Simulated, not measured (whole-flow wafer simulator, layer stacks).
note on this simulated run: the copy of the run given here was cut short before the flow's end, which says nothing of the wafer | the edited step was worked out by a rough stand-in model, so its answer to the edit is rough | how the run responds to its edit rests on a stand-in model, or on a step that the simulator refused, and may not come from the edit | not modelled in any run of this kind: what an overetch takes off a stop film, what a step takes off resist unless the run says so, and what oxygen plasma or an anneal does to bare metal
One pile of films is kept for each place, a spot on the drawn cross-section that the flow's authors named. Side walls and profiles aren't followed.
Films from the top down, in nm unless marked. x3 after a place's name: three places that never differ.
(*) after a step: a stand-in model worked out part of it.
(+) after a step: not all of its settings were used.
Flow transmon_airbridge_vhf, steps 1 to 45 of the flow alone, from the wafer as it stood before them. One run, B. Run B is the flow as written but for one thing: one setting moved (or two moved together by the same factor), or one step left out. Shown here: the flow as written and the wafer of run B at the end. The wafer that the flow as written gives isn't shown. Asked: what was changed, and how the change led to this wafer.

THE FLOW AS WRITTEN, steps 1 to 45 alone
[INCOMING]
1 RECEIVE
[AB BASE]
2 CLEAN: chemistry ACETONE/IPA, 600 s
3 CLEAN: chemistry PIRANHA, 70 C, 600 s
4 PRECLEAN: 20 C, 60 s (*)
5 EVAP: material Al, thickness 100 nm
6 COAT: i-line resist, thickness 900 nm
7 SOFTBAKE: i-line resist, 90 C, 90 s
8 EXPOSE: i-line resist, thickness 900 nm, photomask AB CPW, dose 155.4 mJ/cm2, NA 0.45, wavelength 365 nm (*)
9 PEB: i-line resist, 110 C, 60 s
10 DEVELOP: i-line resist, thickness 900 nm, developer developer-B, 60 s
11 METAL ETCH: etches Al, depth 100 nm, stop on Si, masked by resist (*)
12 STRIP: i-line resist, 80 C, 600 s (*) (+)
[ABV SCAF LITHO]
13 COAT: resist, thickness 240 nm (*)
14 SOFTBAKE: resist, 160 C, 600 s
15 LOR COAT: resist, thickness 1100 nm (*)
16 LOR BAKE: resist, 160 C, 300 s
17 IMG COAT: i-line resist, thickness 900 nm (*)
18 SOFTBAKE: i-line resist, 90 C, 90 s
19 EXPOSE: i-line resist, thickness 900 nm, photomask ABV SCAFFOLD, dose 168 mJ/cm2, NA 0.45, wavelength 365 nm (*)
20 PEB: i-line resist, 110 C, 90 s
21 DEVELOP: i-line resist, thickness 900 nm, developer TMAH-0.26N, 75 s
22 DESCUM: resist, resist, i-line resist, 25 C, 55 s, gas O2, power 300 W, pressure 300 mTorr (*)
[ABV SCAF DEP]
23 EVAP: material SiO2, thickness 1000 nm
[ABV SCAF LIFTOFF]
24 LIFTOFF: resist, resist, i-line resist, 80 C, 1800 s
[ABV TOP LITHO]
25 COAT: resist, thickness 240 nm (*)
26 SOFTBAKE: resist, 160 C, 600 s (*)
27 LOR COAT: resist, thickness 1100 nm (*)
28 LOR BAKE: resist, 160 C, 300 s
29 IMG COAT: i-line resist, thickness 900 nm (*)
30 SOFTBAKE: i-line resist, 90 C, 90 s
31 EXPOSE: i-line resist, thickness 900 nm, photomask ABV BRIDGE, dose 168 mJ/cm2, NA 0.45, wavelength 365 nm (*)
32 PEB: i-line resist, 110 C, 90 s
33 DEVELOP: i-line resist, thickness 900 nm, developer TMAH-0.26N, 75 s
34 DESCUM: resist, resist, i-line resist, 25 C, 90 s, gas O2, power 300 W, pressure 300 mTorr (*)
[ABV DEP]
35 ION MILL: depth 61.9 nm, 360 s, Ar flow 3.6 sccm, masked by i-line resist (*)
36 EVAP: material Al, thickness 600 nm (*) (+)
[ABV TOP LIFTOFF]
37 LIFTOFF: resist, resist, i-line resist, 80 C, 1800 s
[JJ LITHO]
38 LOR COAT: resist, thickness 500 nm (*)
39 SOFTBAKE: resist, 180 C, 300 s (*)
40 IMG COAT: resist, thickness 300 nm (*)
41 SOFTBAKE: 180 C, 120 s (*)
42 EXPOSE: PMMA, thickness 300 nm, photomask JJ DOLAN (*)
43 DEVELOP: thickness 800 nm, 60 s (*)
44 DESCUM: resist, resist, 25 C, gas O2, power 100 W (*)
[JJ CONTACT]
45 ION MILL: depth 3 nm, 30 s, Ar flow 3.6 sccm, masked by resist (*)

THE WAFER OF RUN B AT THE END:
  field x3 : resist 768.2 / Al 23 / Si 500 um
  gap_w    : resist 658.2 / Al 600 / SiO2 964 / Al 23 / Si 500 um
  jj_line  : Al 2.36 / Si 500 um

The cause: step 11, METAL ETCH: depth 77 nm was run, where the flow has depth 100 nm.

How the change led to this, step by step:
  11 METAL ETCH: etches Al, depth 100 nm, stop on Si, masked by resist (*)
      field x3, jj_line, gap_w, gap_e: Al -77 (as written it would be: Al -100 (all of it))
      ground_far, pad_w, flank_w and 8 more: i-line resist -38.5 (as written it would be: i-line resist -50)
  45 ION MILL: depth 3 nm, 30 s, Ar flow 3.6 sccm, masked by resist (*)
      jj_line: Al -20.6 (as written it would be: Si -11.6)
Counting metal films that touch as one body, field x3 has 1 body; the flow as written gives 0 bodies.
Counting metal films that touch as one body, gap_w has 2 bodies (between them, from the top down: SiO2 964); the flow as written gives 1 body.
Counting metal films that touch as one body, jj_line has 1 body; the flow as written gives 0 bodies.
